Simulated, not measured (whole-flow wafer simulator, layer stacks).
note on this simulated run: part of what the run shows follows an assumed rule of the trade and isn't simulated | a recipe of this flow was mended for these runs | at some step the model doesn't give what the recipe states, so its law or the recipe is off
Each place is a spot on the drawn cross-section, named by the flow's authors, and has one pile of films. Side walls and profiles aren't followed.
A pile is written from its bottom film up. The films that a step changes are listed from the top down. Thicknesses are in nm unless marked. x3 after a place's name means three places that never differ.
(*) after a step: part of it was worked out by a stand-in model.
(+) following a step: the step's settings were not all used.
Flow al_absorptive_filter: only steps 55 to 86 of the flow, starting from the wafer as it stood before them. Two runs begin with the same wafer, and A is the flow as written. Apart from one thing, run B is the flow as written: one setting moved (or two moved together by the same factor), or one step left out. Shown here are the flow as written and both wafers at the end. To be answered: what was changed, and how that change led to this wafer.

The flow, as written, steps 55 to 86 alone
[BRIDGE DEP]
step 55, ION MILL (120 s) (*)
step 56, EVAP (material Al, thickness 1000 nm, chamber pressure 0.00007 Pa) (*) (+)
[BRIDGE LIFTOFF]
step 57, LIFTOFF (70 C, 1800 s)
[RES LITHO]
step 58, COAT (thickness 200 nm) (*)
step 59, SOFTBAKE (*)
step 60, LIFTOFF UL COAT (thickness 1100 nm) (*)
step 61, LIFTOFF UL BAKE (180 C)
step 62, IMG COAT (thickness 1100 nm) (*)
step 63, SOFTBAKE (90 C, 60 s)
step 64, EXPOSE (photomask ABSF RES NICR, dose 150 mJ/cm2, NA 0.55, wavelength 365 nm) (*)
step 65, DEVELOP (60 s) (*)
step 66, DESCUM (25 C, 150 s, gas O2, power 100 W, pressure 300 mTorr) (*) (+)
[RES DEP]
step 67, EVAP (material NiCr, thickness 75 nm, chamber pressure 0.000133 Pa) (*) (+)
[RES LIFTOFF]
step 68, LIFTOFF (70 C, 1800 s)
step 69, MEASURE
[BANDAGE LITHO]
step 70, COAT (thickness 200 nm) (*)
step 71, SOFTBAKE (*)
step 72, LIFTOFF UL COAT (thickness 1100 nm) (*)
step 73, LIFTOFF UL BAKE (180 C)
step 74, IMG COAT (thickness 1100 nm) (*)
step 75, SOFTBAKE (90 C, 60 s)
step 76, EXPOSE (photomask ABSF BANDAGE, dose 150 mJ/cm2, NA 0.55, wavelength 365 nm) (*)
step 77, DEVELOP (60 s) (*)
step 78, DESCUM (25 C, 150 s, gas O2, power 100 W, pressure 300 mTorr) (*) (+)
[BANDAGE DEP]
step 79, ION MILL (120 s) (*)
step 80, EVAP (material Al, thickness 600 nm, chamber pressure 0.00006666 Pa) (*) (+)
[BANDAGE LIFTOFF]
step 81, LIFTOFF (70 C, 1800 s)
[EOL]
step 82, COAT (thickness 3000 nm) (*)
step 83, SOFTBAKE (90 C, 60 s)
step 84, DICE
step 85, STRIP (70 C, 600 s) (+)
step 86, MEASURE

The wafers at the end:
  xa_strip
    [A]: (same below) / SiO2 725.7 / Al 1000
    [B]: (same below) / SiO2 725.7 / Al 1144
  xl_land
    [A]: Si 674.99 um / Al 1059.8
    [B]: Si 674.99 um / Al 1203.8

What caused this: step 56, EVAP: thickness 1144 nm was run, while the flow as written has thickness 1000 nm.
The wafer itself shows it: xa_strip has Al 1144, and step 56 as written asks for 1000 nm.

The path from the change to this, step by step:
  step 56, EVAP (material Al, thickness 1000 nm, chamber pressure 0.00007 Pa) (*) (+)
      gnd, pad_far, pad_near and 10 more: A Al gains 1000 (new film) | B Al gains 1144 (new film)
      xl_land: A Al gains 1000 | B Al gains 1144
  step 57, LIFTOFF (70 C, 1800 s)
      gnd, xa_field, idc_field: A Al loses 1000 (all of it), i-line-resist loses 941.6 (all of it), lift-off-underlayer loses 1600 (all of it), acrylic-e-beam-resist loses 200 (all of it) | B Al loses 1144 (all of it), i-line-resist loses 941.6 (all of it), lift-off-underlayer loses 1600 (all of it), acrylic-e-beam-resist loses 200 (all of it)
      pad_far: A Al loses 1000 (all of it), i-line-resist loses 940.5 (all of it), lift-off-underlayer loses 1591.1 (all of it), acrylic-e-beam-resist loses 198.5 (all of it) | B Al loses 1144 (all of it), i-line-resist loses 940.5 (all of it), lift-off-underlayer loses 1591.1 (all of it), acrylic-e-beam-resist loses 198.5 (all of it)
      (and at 6 other places as well)
  step 58, COAT (thickness 200 nm) (*)
      xa_margin: A acrylic-e-beam-resist gains 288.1 (new film) | B acrylic-e-beam-resist gains 313.4 (new film)
      xa_strip: A acrylic-e-beam-resist gains 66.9 (new film) | B acrylic-e-beam-resist gains 60.2 (new film)
  step 60, LIFTOFF UL COAT (thickness 1100 nm) (*)
      xa_margin: A lift-off-underlayer gains 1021 (new film) | B lift-off-underlayer gains 1072.5 (new film)
      xa_strip: A lift-off-underlayer gains 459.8 (new film) | B lift-off-underlayer gains 425.9 (new film)
  step 62, IMG COAT (thickness 1100 nm) (*)
      xa_margin: A i-line-resist gains 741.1 (new film) | B i-line-resist gains 701.4 (new film)
      xa_strip: A i-line-resist gains 577.9 (new film) | B i-line-resist gains 520 (new film)
  step 68, LIFTOFF (70 C, 1800 s)
      xa_margin: A NiCr loses 75 (all of it), i-line-resist loses 598.1 (all of it), lift-off-underlayer loses 1021 (all of it), acrylic-e-beam-resist loses 288.1 (all of it) | B NiCr loses 75 (all of it), i-line-resist loses 558 (all of it), lift-off-underlayer loses 1072.5 (all of it), acrylic-e-beam-resist loses 313.4 (all of it)
      xa_strip: A NiCr loses 75 (all of it), i-line-resist loses 433.3 (all of it), lift-off-underlayer loses 459.8 (all of it), acrylic-e-beam-resist loses 66.9 (all of it) | B NiCr loses 75 (all of it), i-line-resist loses 375.7 (all of it), lift-off-underlayer loses 425.9 (all of it), acrylic-e-beam-resist loses 60.2 (all of it)
  step 70, COAT (thickness 200 nm) (*)
      xa_margin: A acrylic-e-beam-resist gains 288.1 (new film) | B acrylic-e-beam-resist gains 313.4 (new film)
      xa_strip: A acrylic-e-beam-resist gains 66.9 (new film) | B acrylic-e-beam-resist gains 60.2 (new film)
  step 72, LIFTOFF UL COAT (thickness 1100 nm) (*)
      xa_margin: A lift-off-underlayer gains 1021 (new film) | B lift-off-underlayer gains 1072.5 (new film)
      xa_strip: A lift-off-underlayer gains 459.8 (new film) | B lift-off-underlayer gains 425.9 (new film)
  step 74, IMG COAT (thickness 1100 nm) (*)
      xa_margin: A i-line-resist gains 741.1 (new film) | B i-line-resist gains 701.4 (new film)
      xa_strip: A i-line-resist gains 577.9 (new film) | B i-line-resist gains 520 (new film)
  step 81, LIFTOFF (70 C, 1800 s)
      xa_margin: A Al loses 600 (all of it), i-line-resist loses 604.4 (all of it), lift-off-underlayer loses 1021 (all of it), acrylic-e-beam-resist loses 288.1 (all of it) | B Al loses 600 (all of it), i-line-resist loses 564.4 (all of it), lift-off-underlayer loses 1072.5 (all of it), acrylic-e-beam-resist loses 313.4 (all of it)
      xa_strip: A Al loses 600 (all of it), i-line-resist loses 439.6 (all of it), lift-off-underlayer loses 459.8 (all of it), acrylic-e-beam-resist loses 66.9 (all of it) | B Al loses 600 (all of it), i-line-resist loses 382 (all of it), lift-off-underlayer loses 425.9 (all of it), acrylic-e-beam-resist loses 60.2 (all of it)
  step 82, COAT (thickness 3000 nm) (*)
      xa_strip: A i-line-resist gains 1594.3 (new film) | B i-line-resist gains 1484.9 (new film)
  step 83, SOFTBAKE (90 C, 60 s)
      xa_margin: A i-line-resist loses 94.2 | B i-line-resist loses 102.2
      xa_strip: A i-line-resist loses 117.3 | B i-line-resist loses 127.4
  step 85, STRIP (70 C, 600 s) (+)
      xa_strip: A i-line-resist loses 1477 (all of it) | B i-line-resist loses 1357.4 (all of it)
